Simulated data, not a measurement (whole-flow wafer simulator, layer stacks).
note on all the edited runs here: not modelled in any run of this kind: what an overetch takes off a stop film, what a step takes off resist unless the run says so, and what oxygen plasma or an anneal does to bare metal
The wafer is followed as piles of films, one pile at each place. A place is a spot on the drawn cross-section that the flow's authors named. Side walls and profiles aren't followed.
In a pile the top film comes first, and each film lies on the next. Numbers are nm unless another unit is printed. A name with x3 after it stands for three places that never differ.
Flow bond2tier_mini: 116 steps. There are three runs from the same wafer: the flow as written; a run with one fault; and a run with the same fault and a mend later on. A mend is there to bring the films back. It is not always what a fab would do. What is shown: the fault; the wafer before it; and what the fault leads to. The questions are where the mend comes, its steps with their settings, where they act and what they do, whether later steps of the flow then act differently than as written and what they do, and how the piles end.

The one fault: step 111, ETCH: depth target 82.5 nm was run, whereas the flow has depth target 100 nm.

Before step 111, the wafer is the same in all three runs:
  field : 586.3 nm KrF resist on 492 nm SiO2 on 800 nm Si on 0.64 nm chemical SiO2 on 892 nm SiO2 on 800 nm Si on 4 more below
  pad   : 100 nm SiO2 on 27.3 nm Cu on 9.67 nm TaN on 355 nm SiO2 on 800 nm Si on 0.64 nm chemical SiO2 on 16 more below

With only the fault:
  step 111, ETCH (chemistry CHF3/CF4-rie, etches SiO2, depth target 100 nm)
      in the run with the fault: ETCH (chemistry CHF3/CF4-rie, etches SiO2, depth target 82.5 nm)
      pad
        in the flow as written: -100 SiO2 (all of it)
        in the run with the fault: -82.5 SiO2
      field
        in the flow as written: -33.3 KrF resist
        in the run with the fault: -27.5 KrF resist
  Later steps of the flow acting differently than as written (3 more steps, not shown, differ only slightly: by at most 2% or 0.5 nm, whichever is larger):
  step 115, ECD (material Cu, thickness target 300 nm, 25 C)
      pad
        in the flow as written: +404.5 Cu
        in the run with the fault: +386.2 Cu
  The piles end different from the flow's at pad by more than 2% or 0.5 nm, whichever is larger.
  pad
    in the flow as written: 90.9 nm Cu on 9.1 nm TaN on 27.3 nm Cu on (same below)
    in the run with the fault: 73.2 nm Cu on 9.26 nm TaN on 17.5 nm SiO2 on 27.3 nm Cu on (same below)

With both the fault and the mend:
  The mend stands after step 111.
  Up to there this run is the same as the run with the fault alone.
  step 111a, ETCH (chemistry CHF3/CF4-rie, etches SiO2, depth target 17.5 nm) (the flow's step 111 again, with other settings)
      field
        -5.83 KrF resist
      pad
        -17.5 SiO2 (all of it)
  Later steps of the flow that are run all act as written at every place that is followed.
  The piles end the same as the flow's at every place that both follow.
